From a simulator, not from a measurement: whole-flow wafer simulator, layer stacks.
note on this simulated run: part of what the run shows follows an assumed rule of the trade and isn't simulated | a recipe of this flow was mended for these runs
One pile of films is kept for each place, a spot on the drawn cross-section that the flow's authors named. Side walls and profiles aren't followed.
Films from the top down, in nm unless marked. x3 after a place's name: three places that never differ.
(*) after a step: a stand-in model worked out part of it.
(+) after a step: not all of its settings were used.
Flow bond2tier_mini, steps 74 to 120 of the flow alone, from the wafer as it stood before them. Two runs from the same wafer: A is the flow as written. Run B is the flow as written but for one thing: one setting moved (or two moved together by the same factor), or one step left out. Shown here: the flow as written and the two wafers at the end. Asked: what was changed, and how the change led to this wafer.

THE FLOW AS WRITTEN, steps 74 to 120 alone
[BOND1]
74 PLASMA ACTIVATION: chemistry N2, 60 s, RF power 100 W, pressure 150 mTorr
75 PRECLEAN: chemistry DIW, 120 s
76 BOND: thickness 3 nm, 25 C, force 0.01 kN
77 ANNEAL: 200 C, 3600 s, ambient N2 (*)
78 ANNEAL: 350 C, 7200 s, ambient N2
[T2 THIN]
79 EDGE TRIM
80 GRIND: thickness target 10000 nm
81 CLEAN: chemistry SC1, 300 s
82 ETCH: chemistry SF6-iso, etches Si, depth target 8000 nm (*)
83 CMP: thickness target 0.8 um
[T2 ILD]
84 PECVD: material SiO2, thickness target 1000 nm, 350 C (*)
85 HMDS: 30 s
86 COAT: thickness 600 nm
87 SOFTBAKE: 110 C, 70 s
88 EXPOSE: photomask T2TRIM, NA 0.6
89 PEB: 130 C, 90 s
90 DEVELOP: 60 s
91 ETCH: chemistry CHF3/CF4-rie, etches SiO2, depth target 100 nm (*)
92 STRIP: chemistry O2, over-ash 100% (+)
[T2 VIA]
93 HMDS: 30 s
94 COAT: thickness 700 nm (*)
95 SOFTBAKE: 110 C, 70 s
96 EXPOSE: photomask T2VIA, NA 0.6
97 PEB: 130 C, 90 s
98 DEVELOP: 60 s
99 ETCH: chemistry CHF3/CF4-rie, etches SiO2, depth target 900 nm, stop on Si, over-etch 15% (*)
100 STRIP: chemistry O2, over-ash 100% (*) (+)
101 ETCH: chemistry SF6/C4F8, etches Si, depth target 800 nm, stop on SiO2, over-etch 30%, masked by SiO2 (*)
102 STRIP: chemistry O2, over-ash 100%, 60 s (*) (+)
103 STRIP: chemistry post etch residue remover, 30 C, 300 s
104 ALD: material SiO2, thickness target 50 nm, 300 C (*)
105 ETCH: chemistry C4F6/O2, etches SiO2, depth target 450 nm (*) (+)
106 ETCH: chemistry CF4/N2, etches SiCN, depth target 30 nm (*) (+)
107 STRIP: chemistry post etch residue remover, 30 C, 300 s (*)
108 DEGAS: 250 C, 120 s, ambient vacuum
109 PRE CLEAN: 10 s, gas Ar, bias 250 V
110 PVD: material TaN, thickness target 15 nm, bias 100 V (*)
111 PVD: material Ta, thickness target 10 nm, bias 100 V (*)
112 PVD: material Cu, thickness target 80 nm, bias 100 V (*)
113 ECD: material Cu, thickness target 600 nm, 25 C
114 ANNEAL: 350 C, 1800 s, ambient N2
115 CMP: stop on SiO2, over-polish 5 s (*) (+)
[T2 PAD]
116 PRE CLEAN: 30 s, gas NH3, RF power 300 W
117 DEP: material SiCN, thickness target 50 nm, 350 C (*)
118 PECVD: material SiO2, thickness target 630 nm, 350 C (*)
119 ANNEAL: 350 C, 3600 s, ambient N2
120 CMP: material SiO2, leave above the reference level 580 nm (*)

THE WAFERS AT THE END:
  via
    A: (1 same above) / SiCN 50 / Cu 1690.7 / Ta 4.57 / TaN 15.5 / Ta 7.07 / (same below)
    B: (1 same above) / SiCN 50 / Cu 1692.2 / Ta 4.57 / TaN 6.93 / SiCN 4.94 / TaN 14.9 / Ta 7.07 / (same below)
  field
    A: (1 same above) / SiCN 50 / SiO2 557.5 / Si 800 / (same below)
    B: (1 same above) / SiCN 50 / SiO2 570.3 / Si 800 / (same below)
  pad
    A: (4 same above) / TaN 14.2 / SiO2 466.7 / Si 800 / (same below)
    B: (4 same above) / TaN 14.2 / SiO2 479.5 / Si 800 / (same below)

The cause: step 106, ETCH: depth target 10.8 nm was run, where the flow has depth target 30 nm.

How the change led to this, step by step:
  106 ETCH: chemistry CF4/N2, etches SiCN, depth target 30 nm (*) (+)
      via: A SiCN -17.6 (all of it), TaN -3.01 | B SiCN -10.8
      field, pad: A SiO2 -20 | B SiO2 -7.2
  109 PRE CLEAN: 10 s, gas Ar, bias 250 V
      via: A TaN -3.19 | B SiCN -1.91
  110 PVD: material TaN, thickness target 15 nm, bias 100 V (*)
      via: A TaN +6.94 | B TaN +6.93 (new film)
Counting metal films that touch as one body, via has 2 bodies (between them, from the top down: SiCN 4.94); the flow as written gives 1 body.
